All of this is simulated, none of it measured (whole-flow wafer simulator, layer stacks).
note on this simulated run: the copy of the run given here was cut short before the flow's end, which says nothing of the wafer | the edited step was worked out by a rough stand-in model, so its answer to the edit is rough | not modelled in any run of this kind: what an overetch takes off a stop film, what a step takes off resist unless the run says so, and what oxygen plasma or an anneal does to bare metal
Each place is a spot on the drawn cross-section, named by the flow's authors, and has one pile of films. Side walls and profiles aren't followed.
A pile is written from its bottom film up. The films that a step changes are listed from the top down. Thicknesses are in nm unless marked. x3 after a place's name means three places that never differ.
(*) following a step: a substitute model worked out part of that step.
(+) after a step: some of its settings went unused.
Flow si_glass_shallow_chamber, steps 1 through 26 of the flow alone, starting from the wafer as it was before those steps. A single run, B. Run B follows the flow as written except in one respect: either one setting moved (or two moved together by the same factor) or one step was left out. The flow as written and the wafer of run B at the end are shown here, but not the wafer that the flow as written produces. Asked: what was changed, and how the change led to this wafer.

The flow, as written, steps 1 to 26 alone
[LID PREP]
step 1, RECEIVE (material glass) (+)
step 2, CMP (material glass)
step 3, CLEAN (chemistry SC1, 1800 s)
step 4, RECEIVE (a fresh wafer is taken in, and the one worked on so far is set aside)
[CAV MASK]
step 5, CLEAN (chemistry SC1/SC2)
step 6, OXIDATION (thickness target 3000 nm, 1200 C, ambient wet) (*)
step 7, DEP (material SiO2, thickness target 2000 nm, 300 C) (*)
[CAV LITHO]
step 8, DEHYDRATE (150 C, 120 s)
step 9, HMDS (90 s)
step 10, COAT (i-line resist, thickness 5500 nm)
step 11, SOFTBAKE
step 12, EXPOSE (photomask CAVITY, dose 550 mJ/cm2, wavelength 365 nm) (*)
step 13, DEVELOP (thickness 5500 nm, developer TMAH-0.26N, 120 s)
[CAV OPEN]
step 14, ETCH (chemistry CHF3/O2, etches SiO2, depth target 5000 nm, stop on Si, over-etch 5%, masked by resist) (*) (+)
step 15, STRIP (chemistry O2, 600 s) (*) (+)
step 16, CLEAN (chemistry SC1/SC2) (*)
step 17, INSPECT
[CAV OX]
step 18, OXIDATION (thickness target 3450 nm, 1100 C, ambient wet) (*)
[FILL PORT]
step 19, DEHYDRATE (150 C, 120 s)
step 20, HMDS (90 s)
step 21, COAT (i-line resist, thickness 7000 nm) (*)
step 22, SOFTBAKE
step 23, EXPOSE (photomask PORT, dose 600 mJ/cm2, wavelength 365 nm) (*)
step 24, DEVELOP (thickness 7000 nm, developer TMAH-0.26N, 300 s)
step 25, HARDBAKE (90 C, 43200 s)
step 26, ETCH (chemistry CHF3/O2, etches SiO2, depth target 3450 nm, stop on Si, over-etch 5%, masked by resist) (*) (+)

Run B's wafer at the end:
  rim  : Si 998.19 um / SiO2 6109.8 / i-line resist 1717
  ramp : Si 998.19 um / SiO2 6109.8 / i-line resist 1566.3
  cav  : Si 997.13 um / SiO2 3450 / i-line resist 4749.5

The reason: step 14, ETCH: over-etch 2.75% was run, while the flow as written has over-etch 5%.

How this came from the change, step by step:
  step 14, ETCH (chemistry CHF3/O2, etches SiO2, depth target 5000 nm, stop on Si, over-etch 5%, masked by resist) (*) (+)
      rim, ramp, septum, ring: -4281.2 i-line resist (as written it would have been: -4375 i-line resist)
      cav, port: -5000 SiO2 (all of it), -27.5 Si (as written it would have been: -5000 SiO2 (all of it), -50 Si)
  step 15, STRIP (chemistry O2, 600 s) (*) (+)
      rim, ramp, septum, ring: -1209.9 i-line resist (all of it) (as written it would have been: -1116.2 i-line resist (all of it))
